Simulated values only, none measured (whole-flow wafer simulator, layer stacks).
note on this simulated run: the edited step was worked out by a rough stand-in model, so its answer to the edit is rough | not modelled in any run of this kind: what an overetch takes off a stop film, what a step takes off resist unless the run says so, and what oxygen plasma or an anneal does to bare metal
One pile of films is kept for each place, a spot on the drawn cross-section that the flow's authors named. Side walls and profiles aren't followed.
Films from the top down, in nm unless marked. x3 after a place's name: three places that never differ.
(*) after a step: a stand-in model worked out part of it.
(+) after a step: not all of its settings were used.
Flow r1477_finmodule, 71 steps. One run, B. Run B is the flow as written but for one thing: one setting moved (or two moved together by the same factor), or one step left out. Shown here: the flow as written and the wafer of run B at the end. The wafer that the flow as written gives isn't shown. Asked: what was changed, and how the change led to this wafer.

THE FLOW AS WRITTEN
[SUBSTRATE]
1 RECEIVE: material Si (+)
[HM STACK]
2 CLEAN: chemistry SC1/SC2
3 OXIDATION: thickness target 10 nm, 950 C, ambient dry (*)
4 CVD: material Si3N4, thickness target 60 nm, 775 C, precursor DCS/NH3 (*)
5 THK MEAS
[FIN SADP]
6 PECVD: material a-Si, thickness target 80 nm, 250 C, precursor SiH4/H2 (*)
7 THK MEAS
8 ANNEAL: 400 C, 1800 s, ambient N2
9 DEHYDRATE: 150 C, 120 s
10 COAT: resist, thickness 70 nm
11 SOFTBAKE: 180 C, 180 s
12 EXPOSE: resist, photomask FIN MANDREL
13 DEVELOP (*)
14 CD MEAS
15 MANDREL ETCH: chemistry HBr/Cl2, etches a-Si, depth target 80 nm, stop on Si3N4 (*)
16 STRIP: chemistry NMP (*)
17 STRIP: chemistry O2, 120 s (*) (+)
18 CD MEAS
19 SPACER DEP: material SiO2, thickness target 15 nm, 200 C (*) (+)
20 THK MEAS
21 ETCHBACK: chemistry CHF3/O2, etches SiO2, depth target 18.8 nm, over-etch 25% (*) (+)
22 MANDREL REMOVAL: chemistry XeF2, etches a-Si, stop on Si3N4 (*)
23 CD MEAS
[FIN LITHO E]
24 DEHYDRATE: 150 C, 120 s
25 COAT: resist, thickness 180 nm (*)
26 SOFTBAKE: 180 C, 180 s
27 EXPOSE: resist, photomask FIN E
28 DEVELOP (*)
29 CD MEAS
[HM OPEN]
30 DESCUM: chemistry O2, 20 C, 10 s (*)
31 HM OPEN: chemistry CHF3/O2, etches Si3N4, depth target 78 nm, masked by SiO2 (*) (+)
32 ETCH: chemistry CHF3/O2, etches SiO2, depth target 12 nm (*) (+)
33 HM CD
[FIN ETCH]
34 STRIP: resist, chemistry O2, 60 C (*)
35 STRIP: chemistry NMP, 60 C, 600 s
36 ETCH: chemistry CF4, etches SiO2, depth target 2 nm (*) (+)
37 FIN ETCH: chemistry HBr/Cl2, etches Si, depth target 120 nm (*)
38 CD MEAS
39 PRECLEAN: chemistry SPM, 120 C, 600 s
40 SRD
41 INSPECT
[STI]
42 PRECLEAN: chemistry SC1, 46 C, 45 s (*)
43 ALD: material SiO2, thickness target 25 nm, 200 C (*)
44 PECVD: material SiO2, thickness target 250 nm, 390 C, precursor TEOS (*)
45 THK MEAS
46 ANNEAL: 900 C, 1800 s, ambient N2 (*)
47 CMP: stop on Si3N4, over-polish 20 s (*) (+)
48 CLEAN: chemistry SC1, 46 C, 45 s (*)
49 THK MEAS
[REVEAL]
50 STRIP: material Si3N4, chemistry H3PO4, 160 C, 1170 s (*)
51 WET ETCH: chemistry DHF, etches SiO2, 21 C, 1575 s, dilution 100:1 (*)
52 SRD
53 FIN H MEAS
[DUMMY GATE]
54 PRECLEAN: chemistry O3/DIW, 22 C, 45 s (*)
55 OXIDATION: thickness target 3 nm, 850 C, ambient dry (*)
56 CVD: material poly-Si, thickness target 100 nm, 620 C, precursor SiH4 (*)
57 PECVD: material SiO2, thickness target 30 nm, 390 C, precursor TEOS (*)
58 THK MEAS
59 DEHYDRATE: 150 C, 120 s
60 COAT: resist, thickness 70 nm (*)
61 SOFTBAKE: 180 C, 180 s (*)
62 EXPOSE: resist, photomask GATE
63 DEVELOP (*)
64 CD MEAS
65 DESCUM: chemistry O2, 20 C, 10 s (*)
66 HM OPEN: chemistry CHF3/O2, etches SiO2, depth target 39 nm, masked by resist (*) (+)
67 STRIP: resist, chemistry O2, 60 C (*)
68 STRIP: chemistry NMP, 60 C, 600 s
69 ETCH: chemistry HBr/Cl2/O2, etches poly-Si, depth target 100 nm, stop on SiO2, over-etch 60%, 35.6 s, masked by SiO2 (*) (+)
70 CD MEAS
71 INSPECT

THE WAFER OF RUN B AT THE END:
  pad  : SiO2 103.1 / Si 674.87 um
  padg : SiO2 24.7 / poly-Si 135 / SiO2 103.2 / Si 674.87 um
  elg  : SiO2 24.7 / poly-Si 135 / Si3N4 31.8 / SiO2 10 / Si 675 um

The cause: step 56, CVD: thickness target 135 nm was run, where the flow has thickness target 100 nm.
It can be read off the wafer: padg has poly-Si 135, and step 56 as written asks for 100 nm.

How the change led to this, step by step:
  56 CVD: material poly-Si, thickness target 100 nm, 620 C, precursor SiH4 (*)
      pad, padg, elg and 26 more: poly-Si +135 (new film) (as written it would be: poly-Si +100 (new film))
      s40cg, s40co: poly-Si +149.5 (new film) (as written it would be: poly-Si +113.9 (new film))
      (and at 5 more places)
  67 STRIP: resist, chemistry O2, 60 C (*)
      s50cg: resist -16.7 (all of it) (as written it would be: resist -17.4 (all of it))
  69 ETCH: chemistry HBr/Cl2/O2, etches poly-Si, depth target 100 nm, stop on SiO2, over-etch 60%, 35.6 s, masked by SiO2 (*) (+)
      elo, e40lo, e100lo, e200lo: chemical SiO2 -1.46 (all of it), poly-Si -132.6 (all of it) (as written it would be: chemical SiO2 -1.46 (all of it), poly-Si -97.6 (all of it), Si3N4 -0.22)
      s40co: chemical SiO2 -1.46 (all of it), poly-Si -147 (all of it) (as written it would be: chemical SiO2 -1.46 (all of it), poly-Si -111.5 (all of it), SiO2 -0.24)
      (and at 13 more places)
